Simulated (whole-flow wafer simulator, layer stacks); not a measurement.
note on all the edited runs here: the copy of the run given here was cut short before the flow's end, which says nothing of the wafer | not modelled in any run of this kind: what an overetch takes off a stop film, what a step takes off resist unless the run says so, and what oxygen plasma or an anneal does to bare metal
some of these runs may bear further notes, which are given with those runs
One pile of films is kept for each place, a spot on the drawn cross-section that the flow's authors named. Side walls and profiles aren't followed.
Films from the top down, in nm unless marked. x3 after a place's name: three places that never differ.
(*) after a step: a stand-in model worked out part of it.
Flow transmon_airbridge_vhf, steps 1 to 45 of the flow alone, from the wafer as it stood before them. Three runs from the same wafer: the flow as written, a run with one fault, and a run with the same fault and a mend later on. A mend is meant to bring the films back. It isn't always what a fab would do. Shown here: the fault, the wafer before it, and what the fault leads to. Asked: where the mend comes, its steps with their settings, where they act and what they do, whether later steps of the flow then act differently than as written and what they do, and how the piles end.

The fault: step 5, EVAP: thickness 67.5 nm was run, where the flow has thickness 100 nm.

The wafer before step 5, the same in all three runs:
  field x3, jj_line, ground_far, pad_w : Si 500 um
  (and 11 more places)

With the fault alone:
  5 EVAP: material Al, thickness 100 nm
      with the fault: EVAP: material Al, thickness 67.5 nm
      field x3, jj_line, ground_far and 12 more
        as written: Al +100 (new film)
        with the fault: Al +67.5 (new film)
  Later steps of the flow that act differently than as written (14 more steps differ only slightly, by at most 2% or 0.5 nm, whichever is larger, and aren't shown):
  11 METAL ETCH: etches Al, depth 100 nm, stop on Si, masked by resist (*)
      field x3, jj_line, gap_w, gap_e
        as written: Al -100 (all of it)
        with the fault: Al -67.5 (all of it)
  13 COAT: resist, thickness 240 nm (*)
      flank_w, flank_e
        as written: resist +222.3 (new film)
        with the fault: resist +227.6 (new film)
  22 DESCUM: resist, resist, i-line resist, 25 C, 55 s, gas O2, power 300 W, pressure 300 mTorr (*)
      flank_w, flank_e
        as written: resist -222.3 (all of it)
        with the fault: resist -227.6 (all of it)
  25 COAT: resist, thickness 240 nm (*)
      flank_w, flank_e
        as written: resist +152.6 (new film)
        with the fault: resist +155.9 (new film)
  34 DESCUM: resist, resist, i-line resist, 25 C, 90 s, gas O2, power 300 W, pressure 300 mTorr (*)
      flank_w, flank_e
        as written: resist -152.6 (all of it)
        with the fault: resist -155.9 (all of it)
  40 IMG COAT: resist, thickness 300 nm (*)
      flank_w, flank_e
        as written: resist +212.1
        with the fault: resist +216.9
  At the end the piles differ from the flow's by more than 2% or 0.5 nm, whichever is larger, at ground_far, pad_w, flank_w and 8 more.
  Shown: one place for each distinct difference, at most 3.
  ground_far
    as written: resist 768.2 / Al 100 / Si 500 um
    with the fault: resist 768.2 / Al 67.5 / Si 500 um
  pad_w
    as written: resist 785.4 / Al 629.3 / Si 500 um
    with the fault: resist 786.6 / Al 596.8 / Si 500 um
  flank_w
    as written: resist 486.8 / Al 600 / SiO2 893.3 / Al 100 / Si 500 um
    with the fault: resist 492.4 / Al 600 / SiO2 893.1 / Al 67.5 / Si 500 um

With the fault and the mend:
  The mend comes after step 5.
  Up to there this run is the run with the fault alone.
  5a EVAP: material Al, thickness 32.5 nm (the flow's step 5 once more, with other settings)
      field x3, jj_line, ground_far and 12 more
        Al +32.5
  No later step of the flow acts differently than as written at any place that is followed.
  At the end the piles are the same as the flow's at every place that both follow.
